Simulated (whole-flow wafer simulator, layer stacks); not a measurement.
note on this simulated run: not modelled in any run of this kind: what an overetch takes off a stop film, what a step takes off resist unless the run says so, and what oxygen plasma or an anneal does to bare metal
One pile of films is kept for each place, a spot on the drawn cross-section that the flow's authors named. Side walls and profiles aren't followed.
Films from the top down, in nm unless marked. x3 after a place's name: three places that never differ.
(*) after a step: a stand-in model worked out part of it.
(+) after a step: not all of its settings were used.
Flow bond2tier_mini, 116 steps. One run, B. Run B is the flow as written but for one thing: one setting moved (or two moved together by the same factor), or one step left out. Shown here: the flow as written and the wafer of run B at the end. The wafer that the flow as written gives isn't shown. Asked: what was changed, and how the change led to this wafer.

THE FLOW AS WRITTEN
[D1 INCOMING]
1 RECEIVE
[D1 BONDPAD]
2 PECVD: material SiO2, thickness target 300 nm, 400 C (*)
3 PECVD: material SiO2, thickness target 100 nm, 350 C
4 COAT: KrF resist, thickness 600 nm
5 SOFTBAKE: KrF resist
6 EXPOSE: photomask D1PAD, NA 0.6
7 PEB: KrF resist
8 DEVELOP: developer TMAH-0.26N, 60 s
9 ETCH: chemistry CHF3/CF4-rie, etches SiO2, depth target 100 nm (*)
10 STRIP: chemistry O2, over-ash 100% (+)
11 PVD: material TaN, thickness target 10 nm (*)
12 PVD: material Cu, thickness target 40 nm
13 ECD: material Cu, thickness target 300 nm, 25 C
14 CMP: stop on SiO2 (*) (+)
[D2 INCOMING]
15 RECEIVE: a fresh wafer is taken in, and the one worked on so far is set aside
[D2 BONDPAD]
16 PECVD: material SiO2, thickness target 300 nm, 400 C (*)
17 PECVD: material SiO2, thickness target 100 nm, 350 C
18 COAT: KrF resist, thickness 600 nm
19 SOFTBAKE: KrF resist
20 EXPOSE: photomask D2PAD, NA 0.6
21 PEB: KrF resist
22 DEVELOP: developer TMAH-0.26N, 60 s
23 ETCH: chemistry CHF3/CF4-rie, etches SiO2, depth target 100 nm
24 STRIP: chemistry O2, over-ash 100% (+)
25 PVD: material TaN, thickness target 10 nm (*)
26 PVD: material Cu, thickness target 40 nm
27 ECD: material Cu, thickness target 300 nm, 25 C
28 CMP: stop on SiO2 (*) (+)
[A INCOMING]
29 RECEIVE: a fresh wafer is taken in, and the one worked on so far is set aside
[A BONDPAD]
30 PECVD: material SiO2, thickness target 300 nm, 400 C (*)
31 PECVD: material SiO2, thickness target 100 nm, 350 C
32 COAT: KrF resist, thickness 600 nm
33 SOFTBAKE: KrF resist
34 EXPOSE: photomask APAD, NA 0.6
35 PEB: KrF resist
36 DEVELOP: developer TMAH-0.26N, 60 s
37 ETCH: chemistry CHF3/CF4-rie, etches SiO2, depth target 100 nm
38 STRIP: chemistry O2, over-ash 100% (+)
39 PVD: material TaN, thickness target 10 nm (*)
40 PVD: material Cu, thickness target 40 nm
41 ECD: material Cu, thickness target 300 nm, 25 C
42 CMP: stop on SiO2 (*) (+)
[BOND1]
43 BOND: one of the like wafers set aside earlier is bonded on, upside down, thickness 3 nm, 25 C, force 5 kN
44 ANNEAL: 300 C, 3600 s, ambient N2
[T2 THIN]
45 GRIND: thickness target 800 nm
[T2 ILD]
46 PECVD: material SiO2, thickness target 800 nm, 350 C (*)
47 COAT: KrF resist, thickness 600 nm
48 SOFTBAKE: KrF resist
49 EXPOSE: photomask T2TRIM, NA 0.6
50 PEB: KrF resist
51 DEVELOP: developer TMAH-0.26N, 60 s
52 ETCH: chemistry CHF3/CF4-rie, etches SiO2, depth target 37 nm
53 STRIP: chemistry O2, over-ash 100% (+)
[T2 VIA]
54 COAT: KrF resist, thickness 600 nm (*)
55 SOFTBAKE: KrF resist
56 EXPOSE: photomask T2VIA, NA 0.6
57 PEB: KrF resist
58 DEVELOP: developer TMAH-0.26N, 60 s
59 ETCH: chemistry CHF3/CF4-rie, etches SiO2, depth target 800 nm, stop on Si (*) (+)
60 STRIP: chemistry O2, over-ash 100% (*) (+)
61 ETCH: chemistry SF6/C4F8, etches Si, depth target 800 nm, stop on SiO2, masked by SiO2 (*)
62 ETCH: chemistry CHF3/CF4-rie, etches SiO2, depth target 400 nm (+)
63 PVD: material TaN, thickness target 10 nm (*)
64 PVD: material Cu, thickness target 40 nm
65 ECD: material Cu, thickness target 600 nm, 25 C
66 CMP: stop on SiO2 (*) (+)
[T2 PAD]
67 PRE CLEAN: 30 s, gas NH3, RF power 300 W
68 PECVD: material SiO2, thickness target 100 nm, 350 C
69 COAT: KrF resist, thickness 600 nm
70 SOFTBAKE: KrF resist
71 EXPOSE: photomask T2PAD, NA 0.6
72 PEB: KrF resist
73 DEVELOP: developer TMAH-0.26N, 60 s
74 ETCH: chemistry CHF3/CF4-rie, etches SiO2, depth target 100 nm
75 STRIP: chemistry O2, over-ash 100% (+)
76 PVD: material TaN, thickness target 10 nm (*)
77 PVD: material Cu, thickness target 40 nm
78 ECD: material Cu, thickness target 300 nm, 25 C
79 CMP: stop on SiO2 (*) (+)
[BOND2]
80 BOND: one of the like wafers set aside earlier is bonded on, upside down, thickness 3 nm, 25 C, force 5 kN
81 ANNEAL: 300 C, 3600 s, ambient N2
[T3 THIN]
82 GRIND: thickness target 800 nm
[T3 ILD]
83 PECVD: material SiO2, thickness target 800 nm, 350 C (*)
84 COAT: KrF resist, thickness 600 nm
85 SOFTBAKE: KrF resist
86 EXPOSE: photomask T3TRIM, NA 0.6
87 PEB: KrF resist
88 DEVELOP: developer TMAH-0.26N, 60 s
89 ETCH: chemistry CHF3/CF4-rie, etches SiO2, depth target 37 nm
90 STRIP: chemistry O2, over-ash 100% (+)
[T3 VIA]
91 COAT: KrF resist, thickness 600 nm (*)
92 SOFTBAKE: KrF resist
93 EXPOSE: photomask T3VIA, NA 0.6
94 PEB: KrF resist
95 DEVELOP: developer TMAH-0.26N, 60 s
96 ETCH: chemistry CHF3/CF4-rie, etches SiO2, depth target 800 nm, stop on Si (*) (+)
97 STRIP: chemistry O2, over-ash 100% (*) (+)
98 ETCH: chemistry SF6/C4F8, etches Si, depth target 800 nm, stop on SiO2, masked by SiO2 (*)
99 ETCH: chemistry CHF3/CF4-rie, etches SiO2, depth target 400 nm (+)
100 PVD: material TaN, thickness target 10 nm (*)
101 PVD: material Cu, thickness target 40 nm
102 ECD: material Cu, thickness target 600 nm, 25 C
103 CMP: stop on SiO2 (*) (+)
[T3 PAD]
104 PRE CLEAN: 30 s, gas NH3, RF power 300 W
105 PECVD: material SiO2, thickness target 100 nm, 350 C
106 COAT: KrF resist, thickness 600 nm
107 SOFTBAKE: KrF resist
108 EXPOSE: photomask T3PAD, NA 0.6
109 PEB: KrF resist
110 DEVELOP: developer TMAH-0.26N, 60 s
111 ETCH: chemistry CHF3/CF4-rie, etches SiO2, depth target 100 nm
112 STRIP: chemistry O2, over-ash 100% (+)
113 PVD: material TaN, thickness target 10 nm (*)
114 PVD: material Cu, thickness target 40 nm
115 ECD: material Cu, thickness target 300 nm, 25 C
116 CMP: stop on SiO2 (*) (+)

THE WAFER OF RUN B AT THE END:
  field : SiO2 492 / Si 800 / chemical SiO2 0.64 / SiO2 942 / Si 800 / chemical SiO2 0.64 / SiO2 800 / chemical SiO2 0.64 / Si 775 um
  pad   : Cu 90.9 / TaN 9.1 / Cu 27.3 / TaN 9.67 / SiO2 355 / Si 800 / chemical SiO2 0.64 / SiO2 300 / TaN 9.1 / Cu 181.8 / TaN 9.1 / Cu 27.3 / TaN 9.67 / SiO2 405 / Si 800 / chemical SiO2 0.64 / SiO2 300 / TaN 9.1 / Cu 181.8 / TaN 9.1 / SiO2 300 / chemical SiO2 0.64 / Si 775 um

The cause: step 62, ETCH: depth target 350 nm was run, where the flow has depth target 400 nm.

How the change led to this, step by step:
  62 ETCH: chemistry CHF3/CF4-rie, etches SiO2, depth target 400 nm (+)
      field, pad: SiO2 -350 (as written it would be: SiO2 -400)
